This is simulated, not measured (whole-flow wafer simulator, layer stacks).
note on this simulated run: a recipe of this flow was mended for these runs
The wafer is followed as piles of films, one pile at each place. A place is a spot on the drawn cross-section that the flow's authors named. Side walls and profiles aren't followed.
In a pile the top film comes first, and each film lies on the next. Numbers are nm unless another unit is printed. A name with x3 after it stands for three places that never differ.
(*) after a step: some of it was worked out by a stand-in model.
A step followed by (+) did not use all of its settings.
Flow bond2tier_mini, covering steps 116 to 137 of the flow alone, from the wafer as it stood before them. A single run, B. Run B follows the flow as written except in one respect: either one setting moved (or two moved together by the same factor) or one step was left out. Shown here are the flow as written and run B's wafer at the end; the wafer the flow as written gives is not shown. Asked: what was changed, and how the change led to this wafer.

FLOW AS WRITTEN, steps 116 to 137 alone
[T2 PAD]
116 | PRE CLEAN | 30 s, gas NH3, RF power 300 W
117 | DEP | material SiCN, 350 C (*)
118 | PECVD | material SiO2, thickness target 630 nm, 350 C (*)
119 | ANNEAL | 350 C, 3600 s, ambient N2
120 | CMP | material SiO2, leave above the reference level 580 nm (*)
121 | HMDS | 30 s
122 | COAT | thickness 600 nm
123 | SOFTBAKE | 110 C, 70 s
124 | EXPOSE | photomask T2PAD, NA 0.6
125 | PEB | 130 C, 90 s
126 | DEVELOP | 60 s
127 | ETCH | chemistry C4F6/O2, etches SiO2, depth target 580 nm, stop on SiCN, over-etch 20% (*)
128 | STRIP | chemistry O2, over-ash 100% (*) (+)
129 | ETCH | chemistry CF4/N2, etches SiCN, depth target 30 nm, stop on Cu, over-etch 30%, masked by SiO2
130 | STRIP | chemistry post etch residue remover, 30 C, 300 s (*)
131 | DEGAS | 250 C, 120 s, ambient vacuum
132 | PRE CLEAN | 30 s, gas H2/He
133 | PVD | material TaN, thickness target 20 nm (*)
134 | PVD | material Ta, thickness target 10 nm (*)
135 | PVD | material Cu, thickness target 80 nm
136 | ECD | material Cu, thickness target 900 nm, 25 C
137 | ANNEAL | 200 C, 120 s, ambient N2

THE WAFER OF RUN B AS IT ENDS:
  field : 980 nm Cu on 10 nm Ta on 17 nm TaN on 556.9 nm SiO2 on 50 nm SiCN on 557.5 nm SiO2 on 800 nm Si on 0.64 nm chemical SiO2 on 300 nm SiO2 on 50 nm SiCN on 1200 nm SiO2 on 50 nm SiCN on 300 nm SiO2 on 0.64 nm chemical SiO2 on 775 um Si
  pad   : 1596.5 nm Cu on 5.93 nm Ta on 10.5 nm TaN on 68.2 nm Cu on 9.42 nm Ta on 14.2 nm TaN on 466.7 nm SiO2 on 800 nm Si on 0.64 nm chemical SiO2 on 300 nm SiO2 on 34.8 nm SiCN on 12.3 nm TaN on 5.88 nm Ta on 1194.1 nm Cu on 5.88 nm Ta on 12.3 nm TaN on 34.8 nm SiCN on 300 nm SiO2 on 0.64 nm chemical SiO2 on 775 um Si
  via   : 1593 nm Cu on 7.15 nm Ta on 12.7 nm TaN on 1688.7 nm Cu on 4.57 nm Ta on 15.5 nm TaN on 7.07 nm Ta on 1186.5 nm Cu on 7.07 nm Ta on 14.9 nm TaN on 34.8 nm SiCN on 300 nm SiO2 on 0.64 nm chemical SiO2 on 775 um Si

The reason: step 133, PVD: thickness target 17 nm was run, though the flow has thickness target 20 nm.
The wafer lets one read it off: field has TaN 17, and step 133 as written asks for 20 nm.

How this came from the change, step by step:
  133 | PVD | material TaN, thickness target 20 nm (*)
      field: TaN gains 17 (new film) (as written it would have been: TaN gains 20 (new film))
      pad: TaN gains 10.5 (new film) (as written it would have been: TaN gains 12.3 (new film))
      (also at 1 further place)
